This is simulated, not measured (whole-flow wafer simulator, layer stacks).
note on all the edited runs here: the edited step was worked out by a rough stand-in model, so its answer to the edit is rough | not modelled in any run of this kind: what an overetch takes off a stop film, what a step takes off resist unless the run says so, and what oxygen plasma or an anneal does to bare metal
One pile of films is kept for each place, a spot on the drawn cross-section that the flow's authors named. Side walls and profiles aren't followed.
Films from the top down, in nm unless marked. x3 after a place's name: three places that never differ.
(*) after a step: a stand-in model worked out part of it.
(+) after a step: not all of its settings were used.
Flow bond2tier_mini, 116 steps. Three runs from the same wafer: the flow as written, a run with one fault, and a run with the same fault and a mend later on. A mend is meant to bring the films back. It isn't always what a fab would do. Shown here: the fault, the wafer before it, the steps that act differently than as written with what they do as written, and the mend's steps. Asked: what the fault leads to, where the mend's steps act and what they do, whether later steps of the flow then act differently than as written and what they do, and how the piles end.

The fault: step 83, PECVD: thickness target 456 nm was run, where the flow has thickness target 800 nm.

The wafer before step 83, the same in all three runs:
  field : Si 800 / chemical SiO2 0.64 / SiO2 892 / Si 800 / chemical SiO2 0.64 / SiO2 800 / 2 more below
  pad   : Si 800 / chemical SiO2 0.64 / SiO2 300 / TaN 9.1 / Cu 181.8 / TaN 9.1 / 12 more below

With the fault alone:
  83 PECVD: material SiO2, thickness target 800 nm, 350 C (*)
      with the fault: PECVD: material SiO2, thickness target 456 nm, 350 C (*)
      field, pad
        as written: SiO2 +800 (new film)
        with the fault: SiO2 +456 (new film)
  Later steps of the flow that act differently than as written:
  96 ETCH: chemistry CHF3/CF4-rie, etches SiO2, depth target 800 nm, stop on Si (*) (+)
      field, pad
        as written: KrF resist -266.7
        with the fault: KrF resist -209.5
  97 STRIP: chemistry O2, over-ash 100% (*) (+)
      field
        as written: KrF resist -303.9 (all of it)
        with the fault: KrF resist -361.1 (all of it)
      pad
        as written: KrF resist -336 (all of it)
        with the fault: KrF resist -393.1 (all of it)
  At the end the piles differ from the flow's by more than 2% or 0.5 nm, whichever is larger, at field, pad.
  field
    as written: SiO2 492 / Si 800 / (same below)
    with the fault: SiO2 148 / Si 800 / (same below)
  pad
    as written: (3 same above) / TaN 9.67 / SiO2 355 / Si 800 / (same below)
    with the fault: (3 same above) / TaN 9.67 / SiO2 11 / Si 800 / (same below)

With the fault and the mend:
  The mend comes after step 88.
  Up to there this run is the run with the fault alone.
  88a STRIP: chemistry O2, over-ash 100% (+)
      field
        KrF resist -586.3 (all of it)
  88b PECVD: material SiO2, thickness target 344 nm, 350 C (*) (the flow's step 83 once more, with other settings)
      field, pad
        SiO2 +344
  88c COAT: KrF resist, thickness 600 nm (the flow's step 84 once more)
      field, pad
        KrF resist +600 (new film)
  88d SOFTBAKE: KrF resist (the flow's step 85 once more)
      changes no film at any place that is followed
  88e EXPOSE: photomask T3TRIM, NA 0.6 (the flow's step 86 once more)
      changes no film at any place that is followed
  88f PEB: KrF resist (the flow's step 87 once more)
      changes no film at any place that is followed
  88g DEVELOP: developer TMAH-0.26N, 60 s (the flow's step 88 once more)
      field
        KrF resist -13.7
      pad
        KrF resist -600 (all of it)
  No later step of the flow acts differently than as written at any place that is followed.
  At the end the piles are the same as the flow's at every place that both follow.
